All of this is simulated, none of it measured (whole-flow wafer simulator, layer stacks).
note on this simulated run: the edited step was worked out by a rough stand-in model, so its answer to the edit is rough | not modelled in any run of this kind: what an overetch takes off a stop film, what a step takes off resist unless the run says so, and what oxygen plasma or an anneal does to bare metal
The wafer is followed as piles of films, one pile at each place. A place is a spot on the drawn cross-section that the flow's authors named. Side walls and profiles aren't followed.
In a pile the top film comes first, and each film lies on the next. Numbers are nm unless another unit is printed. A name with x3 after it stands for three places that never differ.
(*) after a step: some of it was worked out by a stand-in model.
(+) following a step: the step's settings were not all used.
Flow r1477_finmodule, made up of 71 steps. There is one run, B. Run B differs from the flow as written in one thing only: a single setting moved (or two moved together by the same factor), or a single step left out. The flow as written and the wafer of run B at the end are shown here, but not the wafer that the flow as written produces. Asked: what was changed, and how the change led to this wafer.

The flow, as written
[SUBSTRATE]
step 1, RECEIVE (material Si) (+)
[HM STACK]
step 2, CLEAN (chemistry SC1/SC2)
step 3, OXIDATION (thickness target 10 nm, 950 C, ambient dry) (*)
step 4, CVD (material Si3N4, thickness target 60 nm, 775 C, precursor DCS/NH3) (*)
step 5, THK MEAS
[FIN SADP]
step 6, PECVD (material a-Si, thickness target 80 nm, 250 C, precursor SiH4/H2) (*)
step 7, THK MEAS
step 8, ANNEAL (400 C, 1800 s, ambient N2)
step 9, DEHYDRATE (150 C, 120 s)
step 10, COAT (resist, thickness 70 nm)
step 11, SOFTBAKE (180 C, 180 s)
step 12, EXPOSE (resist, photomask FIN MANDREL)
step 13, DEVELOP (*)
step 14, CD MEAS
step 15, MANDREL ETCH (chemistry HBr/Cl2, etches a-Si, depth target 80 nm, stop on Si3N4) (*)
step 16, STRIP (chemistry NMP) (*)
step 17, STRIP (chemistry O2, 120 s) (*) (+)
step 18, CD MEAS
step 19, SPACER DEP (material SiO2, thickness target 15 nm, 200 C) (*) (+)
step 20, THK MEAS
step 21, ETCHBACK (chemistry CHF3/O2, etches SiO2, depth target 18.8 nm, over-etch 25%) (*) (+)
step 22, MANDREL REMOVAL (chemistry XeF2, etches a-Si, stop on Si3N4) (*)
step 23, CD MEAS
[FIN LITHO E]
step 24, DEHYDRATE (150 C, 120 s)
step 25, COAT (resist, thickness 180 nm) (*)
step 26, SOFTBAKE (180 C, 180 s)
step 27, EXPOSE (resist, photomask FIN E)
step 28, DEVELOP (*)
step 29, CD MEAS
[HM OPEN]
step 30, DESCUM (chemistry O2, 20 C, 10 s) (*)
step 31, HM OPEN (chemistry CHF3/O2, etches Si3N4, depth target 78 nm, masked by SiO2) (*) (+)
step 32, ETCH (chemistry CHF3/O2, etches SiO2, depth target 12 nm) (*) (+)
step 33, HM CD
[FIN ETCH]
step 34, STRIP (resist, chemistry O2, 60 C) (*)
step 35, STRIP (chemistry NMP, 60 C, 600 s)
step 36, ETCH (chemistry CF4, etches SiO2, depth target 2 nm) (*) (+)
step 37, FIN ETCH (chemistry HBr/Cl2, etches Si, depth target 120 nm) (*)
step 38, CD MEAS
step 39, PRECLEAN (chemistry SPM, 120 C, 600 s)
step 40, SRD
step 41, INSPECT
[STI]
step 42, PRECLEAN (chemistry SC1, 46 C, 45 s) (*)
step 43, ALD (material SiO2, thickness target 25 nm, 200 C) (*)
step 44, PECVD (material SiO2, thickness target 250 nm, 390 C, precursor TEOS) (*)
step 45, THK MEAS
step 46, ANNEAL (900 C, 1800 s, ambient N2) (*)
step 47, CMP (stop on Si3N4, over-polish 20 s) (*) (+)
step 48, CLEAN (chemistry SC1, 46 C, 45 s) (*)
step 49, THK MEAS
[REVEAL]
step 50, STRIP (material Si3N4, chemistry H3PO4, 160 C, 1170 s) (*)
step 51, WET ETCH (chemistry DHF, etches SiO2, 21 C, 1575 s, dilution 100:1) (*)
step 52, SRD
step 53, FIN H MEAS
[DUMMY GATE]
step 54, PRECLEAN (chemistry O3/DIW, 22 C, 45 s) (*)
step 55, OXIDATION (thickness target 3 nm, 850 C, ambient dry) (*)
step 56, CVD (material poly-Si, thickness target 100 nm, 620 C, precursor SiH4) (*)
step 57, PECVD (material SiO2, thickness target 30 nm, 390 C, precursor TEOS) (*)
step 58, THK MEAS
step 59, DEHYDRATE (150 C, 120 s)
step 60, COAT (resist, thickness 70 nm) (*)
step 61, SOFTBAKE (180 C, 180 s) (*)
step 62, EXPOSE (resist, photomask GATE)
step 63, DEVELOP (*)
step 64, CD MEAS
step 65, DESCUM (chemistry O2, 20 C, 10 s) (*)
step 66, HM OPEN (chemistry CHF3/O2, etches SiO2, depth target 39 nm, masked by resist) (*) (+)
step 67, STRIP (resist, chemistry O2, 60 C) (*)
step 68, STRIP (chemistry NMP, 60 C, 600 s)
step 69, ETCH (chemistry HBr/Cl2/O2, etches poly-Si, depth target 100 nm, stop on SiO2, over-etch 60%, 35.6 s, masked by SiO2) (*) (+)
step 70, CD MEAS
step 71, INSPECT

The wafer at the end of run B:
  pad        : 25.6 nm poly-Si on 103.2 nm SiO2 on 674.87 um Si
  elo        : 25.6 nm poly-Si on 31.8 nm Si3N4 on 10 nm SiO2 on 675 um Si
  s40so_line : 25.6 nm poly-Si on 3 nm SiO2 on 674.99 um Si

What caused this: step 69, ETCH: depth target 45 nm was run, while the flow as written has depth target 100 nm.

Step by step, how the change led to this:
  step 69, ETCH (chemistry HBr/Cl2/O2, etches poly-Si, depth target 100 nm, stop on SiO2, over-etch 60%, 35.6 s, masked by SiO2) (*) (+)
      pad, eso, e40so and 8 more: chemical SiO2 loses 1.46 (all of it), poly-Si loses 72 (as written it would have been: chemical SiO2 loses 1.46 (all of it), poly-Si loses 97.6 (all of it), SiO2 loses 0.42)
      elo, e40lo, e100lo, e200lo: chemical SiO2 loses 1.46 (all of it), poly-Si loses 72 (as written it would have been: chemical SiO2 loses 1.46 (all of it), poly-Si loses 97.6 (all of it), Si3N4 loses 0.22)
      (and at 21 other places as well)
